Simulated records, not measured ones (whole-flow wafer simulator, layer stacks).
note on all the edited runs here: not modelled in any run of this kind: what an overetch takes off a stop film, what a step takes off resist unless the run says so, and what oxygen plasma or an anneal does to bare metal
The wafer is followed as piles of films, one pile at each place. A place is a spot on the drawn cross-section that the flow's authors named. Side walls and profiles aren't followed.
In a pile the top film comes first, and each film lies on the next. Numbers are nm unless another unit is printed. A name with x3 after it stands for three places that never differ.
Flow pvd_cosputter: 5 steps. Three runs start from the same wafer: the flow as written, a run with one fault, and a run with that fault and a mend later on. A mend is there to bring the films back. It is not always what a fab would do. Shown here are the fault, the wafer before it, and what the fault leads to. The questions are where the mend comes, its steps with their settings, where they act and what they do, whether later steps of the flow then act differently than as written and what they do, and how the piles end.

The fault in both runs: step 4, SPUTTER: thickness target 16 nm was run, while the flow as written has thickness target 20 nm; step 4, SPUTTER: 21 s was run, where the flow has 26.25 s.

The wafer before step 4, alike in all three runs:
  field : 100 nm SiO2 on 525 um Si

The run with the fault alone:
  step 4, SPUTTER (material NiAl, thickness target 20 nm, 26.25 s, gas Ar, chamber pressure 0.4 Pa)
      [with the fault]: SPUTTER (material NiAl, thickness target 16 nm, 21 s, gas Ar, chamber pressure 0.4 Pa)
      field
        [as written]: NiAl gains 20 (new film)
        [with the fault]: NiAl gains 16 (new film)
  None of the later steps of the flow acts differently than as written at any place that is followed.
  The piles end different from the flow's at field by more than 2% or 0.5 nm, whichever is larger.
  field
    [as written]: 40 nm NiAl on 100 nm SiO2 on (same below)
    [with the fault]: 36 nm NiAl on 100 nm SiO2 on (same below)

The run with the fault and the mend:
  After step 4 comes the mend.
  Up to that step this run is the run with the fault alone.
  step 4a, SPUTTER (material NiAl, thickness target 4 nm, 5.25 s, gas Ar, chamber pressure 0.4 Pa) (the flow's step 4 again, with other settings)
      field
        NiAl gains 4
  None of the later steps of the flow acts differently than as written at any place that is followed.
  The piles end the same as the flow's at every place that both follow.
